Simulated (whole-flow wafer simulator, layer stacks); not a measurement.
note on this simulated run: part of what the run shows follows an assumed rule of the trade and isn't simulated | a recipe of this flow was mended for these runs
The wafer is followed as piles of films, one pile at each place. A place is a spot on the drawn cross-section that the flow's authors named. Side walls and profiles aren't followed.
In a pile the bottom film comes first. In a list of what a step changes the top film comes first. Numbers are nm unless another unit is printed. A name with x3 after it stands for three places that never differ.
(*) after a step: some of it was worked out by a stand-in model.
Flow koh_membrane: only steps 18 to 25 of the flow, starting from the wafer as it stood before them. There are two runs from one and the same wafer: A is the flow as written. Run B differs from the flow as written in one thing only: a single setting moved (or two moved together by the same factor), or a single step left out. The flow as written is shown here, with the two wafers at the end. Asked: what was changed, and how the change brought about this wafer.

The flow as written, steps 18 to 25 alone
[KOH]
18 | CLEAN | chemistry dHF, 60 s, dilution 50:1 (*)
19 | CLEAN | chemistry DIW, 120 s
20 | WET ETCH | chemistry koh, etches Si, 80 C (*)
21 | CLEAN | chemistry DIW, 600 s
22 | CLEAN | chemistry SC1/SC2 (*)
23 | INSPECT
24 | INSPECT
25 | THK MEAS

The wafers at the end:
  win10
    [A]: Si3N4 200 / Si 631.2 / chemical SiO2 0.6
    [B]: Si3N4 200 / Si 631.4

What caused this: step 22, CLEAN: chemistry SC1/SC2 (*), was omitted.

How this came from the change, step by step:
  (no step that both runs have acts differently)
